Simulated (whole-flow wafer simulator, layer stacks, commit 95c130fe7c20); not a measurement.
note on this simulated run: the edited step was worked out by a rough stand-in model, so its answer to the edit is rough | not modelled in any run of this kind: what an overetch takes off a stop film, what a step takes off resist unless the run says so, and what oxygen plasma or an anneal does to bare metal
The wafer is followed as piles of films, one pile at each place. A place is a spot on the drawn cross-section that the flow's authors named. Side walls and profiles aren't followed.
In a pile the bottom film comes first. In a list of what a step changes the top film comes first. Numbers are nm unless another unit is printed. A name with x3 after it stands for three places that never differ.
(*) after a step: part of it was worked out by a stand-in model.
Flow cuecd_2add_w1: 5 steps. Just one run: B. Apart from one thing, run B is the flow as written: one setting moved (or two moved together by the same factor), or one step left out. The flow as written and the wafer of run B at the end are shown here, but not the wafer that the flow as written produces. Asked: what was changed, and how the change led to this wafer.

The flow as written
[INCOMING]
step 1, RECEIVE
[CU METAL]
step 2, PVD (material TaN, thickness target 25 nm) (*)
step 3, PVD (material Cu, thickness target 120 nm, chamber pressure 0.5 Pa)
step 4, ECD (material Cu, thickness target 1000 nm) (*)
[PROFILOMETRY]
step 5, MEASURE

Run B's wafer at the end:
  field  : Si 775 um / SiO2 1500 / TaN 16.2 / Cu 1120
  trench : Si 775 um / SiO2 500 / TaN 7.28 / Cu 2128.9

The reason: step 2, PVD: thickness target 16.2 nm was run, whereas the flow has thickness target 25 nm.
The wafer lets one read it off: field has TaN 16.2, and step 2 as written asks for 25 nm.

How this came from the change, step by step:
  step 2, PVD (material TaN, thickness target 25 nm) (*)
      field: +16.2 TaN (new film) (in the flow as written it would be: +25 TaN (new film))
      trench: +7.28 TaN (new film) (in the flow as written it would be: +11.2 TaN (new film))
